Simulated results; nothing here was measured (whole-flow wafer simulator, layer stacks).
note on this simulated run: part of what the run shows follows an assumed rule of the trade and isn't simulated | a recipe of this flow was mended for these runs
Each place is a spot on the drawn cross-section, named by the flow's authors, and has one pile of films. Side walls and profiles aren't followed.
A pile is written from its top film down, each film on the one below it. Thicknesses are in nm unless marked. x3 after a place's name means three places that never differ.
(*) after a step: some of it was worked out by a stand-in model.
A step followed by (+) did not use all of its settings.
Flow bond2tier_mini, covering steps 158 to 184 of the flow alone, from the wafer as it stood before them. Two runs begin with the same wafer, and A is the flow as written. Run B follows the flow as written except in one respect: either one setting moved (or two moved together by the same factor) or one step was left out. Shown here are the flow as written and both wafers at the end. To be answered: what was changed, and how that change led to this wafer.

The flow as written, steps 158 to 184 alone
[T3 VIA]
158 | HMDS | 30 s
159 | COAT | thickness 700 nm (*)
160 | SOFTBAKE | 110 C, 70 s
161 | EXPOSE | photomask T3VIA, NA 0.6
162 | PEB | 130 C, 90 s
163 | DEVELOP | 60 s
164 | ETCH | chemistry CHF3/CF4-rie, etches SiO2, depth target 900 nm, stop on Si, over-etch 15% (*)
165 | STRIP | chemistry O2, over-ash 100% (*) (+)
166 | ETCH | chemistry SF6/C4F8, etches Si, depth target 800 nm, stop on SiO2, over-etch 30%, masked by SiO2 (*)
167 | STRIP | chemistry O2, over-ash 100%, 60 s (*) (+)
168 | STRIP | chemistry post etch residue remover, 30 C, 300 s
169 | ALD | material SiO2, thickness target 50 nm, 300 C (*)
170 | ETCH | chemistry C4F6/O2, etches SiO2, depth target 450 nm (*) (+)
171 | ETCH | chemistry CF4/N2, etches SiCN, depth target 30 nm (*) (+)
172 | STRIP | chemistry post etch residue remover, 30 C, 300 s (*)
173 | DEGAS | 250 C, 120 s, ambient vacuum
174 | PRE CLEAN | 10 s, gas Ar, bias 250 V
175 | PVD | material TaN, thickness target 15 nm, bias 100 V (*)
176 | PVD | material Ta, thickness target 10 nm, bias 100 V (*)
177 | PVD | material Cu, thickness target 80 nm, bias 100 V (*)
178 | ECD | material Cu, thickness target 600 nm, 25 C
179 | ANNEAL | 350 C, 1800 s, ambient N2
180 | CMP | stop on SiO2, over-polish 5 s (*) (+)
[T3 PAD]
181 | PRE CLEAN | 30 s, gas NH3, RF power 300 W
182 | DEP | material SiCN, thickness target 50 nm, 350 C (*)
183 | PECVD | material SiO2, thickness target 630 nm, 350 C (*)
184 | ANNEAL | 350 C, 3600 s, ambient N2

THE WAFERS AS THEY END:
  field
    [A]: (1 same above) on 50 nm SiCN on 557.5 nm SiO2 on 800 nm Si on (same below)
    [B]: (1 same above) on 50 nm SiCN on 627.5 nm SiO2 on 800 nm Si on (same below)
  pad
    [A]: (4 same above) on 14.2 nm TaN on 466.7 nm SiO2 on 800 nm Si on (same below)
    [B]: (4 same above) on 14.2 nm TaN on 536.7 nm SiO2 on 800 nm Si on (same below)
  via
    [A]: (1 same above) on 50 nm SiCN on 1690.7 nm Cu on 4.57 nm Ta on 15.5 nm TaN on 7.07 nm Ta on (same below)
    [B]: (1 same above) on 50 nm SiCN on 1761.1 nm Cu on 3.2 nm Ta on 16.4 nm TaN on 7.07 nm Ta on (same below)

Cause: step 169, ALD: thickness target 120 nm was run, though the flow has thickness target 50 nm.

Step by step, how the change led to this:
  169 | ALD | material SiO2, thickness target 50 nm, 300 C (*)
      field, pad, via: A SiO2 gains 50 | B SiO2 gains 120
  170 | ETCH | chemistry C4F6/O2, etches SiO2, depth target 450 nm (*) (+)
      via: A SiO2 loses 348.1 (all of it), SiCN loses 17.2 | B SiO2 loses 418.1 (all of it), SiCN loses 5.37
  171 | ETCH | chemistry CF4/N2, etches SiCN, depth target 30 nm (*) (+)
      via: A SiCN loses 17.6 (all of it), TaN loses 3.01 | B SiCN loses 29.4 (all of it), TaN loses 0.13
  175 | PVD | material TaN, thickness target 15 nm, bias 100 V (*)
      via: A TaN gains 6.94 | B TaN gains 4.93
  176 | PVD | material Ta, thickness target 10 nm, bias 100 V (*)
      via: A Ta gains 4.57 (new film) | B Ta gains 3.2 (new film)
  177 | PVD | material Cu, thickness target 80 nm, bias 100 V (*)
      via: A Cu gains 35 (new film) | B Cu gains 21.1 (new film)
  178 | ECD | material Cu, thickness target 600 nm, 25 C
      via: A Cu gains 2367 | B Cu gains 2451.4
